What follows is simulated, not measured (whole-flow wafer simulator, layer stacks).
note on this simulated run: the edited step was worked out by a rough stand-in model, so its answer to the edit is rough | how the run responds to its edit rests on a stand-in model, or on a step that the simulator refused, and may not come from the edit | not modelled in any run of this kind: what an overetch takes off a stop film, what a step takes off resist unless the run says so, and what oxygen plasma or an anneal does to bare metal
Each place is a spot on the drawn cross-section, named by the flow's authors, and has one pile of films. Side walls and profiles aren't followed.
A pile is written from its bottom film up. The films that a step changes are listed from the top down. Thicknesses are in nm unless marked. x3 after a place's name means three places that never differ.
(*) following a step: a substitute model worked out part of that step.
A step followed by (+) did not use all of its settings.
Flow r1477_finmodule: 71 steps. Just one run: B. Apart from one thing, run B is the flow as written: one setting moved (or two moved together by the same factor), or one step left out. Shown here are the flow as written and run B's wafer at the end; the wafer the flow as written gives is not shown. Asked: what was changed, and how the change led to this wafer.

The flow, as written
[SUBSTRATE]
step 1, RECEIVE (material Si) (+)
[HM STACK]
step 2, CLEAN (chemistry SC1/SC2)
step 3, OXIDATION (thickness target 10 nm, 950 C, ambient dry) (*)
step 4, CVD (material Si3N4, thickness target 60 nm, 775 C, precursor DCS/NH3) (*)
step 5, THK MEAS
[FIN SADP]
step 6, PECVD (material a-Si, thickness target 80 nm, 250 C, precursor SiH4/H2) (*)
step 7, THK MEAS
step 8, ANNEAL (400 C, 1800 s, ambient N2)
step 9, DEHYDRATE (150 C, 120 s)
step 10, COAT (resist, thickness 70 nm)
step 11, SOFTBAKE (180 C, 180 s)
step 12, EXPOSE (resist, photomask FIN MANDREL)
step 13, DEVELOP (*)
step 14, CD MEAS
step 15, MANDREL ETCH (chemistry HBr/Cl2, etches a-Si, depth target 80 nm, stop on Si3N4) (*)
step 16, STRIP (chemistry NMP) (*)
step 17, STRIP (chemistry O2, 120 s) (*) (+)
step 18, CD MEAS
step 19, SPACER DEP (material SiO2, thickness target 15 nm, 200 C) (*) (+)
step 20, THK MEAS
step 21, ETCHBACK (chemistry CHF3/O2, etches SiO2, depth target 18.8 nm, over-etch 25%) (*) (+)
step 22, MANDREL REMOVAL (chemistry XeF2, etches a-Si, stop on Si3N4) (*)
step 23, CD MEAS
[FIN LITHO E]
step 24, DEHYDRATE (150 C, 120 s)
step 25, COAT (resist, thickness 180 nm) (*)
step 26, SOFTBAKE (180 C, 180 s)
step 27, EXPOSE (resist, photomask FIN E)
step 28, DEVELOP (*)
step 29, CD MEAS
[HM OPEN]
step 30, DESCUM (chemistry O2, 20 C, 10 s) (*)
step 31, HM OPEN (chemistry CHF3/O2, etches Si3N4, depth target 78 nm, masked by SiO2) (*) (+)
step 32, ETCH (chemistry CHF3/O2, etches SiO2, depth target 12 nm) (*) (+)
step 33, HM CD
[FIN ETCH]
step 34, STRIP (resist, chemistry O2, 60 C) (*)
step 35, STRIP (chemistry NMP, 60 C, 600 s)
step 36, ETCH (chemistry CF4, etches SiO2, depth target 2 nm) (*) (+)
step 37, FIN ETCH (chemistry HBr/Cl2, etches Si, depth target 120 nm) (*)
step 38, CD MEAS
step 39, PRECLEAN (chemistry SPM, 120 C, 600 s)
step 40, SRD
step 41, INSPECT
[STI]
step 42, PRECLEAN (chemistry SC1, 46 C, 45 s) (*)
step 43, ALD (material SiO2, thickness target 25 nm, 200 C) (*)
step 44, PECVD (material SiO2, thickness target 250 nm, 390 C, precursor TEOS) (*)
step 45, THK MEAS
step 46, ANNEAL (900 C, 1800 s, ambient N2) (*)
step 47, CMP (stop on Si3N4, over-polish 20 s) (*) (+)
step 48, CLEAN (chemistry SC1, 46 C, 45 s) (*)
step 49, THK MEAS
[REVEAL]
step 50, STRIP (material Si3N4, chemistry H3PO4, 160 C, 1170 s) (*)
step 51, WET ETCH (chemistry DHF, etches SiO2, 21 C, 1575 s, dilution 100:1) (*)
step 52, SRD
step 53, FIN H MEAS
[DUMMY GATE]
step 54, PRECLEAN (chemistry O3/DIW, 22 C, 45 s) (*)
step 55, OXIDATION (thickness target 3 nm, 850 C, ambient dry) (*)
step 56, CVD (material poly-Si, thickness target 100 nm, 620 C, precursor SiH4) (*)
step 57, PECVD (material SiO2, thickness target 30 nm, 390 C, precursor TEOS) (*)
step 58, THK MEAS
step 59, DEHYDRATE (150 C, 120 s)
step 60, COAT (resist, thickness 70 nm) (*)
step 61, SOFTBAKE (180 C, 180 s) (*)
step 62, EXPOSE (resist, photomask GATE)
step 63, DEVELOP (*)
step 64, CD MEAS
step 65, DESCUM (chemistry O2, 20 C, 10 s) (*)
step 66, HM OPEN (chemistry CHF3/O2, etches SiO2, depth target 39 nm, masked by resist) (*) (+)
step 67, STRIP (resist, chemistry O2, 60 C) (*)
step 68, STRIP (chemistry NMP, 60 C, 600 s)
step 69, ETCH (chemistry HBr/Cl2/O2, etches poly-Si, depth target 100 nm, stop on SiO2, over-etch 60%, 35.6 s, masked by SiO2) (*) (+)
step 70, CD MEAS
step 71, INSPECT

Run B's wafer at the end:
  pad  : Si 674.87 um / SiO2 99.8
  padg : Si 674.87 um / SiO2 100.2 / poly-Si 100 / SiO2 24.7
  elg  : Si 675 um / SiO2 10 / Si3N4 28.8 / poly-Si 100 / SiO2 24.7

Cause: step 4, CVD: thickness target 57 nm was run, though the flow has thickness target 60 nm.

The path from the change to this, step by step:
  step 4, CVD (material Si3N4, thickness target 60 nm, 775 C, precursor DCS/NH3) (*)
      pad, padg, elg and 33 more: +57 Si3N4 (new film) (as written it would have been: +60 Si3N4 (new film))
  step 31, HM OPEN (chemistry CHF3/O2, etches Si3N4, depth target 78 nm, masked by SiO2) (*) (+)
      s40cg, s45cg, s50cg, s40co, s45co, s50co: -57 Si3N4 (all of it), -10 SiO2 (all of it) (as written it would have been: -60 Si3N4 (all of it), -9 SiO2)
      pad, padg, esg and 13 more: -53.4 Si3N4 (all of it), -10 SiO2 (all of it) (as written it would have been: -56.4 Si3N4 (all of it), -10 SiO2 (all of it))
  step 32, ETCH (chemistry CHF3/O2, etches SiO2, depth target 12 nm) (*) (+)
      s40cg, s40co: -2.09 Si (as written it would have been: -1 SiO2 (all of it), -2.2 Si)
      s45cg, s45co: -2.12 Si (as written it would have been: -1 SiO2 (all of it), -2.2 Si)
      (also at 2 further places)
  step 47, CMP (stop on Si3N4, over-polish 20 s) (*) (+)
      pad, padg, e40sg and 11 more: -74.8 SiO2 (as written it would have been: -71.8 SiO2)
      eso: -75.4 SiO2 (as written it would have been: -72.4 SiO2)
  step 50, STRIP (material Si3N4, chemistry H3PO4, 160 C, 1170 s) (*)
      s40sg_line, s45sg_line, s50sg_line, s40so_line, s45so_line, s50so_line: -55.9 Si3N4 (all of it), -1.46 SiO2 (as written it would have been: -58.9 Si3N4 (all of it), -1.37 SiO2)
  step 56, CVD (material poly-Si, thickness target 100 nm, 620 C, precursor SiH4) (*)
      s40cg, s40co: +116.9 poly-Si (new film) (as written it would have been: +113.9 poly-Si (new film))
      s45cg, s45co: +116.4 poly-Si (new film) (as written it would have been: +113.4 poly-Si (new film))
      (also at 2 further places)
  step 60, COAT (resist, thickness 70 nm) (*)
      s40sg, s40so: +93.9 resist (new film) (as written it would have been: +91 resist (new film))
      s45sg, s45so: +93.8 resist (new film) (as written it would have been: +91 resist (new film))
      (also at 2 further places)
  step 63, DEVELOP (*)
      s40so: -93.9 resist (all of it) (as written it would have been: -91 resist (all of it))
      s45so: -93.8 resist (all of it) (as written it would have been: -91 resist (all of it))
      (also at 1 further place)
  step 67, STRIP (resist, chemistry O2, 60 C) (*)
      s40sg: -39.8 resist (all of it) (as written it would have been: -36.9 resist (all of it))
      s45sg: -39.7 resist (all of it) (as written it would have been: -36.9 resist (all of it))
      (also at 1 further place)
  step 69, ETCH (chemistry HBr/Cl2/O2, etches poly-Si, depth target 100 nm, stop on SiO2, over-etch 60%, 35.6 s, masked by SiO2) (*) (+)
      s40co: -1.46 chemical SiO2 (all of it), -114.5 poly-Si (all of it), -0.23 SiO2 (as written it would have been: -1.46 chemical SiO2 (all of it), -111.5 poly-Si (all of it), -0.24 SiO2)
      s45co: -1.46 chemical SiO2 (all of it), -113.9 poly-Si (all of it), -0.23 SiO2 (as written it would have been: -1.46 chemical SiO2 (all of it), -110.9 poly-Si (all of it), -0.25 SiO2)
      (also at 1 further place)
